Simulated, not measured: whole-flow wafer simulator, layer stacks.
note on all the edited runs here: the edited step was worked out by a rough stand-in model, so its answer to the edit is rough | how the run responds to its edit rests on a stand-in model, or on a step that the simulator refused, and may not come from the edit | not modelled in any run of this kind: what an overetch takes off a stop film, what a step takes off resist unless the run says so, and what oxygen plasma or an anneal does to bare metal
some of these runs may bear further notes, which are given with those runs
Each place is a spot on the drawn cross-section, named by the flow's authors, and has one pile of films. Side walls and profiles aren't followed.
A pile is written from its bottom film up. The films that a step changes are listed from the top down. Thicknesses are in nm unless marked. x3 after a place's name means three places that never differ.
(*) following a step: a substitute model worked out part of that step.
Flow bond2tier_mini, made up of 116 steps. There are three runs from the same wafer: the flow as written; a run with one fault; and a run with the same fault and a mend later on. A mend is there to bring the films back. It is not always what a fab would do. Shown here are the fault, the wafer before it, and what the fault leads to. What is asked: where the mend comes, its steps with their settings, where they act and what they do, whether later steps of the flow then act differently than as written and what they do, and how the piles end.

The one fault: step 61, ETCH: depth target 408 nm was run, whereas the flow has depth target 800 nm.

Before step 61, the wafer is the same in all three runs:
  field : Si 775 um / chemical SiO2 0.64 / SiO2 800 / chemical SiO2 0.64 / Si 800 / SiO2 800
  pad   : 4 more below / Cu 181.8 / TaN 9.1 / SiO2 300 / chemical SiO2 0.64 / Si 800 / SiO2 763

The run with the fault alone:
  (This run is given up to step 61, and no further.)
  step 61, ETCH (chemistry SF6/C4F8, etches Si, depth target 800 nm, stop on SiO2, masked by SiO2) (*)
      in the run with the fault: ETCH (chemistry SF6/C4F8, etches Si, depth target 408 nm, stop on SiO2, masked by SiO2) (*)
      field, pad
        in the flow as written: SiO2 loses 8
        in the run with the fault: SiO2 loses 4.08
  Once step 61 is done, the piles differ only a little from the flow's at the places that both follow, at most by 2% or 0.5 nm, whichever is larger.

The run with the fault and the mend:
  The mend follows step 61.
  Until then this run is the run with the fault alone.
  step 61a, ETCH (chemistry SF6/C4F8, etches Si, depth target 392 nm, stop on SiO2, masked by SiO2) (*) (the flow's step 61, run once more with other settings)
      field, pad
        SiO2 loses 3.92
  Every later step of the flow that is run acts as written at every place that is followed.
  At every place that both follow, the piles at the end match the flow's.
